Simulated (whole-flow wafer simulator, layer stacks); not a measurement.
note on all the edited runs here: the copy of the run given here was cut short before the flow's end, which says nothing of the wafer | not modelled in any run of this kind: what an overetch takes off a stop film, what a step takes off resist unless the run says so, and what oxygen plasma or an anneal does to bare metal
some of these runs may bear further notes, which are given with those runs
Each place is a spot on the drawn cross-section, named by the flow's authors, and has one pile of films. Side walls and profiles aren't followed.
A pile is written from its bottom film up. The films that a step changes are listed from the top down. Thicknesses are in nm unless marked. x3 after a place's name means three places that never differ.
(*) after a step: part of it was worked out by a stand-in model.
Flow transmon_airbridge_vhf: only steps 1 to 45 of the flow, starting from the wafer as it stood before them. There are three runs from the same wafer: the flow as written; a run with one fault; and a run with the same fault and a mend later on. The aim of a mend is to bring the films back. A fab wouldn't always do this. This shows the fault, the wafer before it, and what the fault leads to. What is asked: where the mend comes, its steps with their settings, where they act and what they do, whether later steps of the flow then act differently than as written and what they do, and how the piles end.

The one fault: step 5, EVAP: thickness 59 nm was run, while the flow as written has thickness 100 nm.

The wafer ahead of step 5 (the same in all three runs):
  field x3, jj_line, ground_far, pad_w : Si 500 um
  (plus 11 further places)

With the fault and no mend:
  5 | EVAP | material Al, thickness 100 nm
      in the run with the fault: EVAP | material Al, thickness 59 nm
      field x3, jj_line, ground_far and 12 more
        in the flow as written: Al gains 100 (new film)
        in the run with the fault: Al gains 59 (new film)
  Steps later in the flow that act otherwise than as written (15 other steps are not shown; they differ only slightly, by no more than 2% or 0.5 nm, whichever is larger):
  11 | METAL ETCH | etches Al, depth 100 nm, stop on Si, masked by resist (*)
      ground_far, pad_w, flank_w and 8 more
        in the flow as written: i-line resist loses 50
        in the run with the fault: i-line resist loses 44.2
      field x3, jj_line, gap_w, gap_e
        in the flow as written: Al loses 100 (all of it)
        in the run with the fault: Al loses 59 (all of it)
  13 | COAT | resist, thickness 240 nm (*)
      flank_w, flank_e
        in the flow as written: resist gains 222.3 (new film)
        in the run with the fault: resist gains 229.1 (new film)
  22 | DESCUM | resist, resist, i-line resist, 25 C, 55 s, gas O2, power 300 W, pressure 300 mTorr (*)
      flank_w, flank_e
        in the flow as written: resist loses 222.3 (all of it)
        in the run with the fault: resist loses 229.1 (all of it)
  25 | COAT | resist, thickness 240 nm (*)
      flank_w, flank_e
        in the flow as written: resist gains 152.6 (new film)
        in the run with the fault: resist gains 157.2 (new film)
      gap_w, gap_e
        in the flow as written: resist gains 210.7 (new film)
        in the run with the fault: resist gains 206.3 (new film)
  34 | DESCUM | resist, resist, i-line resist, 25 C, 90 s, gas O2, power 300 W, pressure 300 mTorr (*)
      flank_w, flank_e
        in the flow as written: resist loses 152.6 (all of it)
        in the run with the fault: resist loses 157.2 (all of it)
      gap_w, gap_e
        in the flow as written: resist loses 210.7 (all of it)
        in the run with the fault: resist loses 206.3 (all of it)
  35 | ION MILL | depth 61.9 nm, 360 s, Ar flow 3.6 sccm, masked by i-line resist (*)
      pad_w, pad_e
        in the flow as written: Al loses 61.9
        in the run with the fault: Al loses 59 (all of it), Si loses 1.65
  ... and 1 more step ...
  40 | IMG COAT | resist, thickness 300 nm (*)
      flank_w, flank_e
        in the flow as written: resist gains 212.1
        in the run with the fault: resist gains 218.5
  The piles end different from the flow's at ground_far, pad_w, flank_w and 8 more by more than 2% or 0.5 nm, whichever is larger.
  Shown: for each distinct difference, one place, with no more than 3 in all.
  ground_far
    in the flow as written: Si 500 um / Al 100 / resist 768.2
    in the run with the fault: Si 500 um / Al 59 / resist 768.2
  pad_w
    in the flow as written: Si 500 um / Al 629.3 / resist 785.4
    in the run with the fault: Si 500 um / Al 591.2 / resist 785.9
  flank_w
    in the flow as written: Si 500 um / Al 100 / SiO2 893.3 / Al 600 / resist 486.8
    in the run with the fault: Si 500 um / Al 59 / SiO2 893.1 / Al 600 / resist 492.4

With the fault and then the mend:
  The mend follows step 5.
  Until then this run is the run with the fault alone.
  5a | EVAP | material Al, thickness 41 nm (a further turn of the flow's step 5, with different settings)
      field x3, jj_line, ground_far and 12 more
        Al gains 41
  Every later step of the flow that is run acts as written at every place that is followed.
  At every place that both follow, the piles at the end match the flow's.
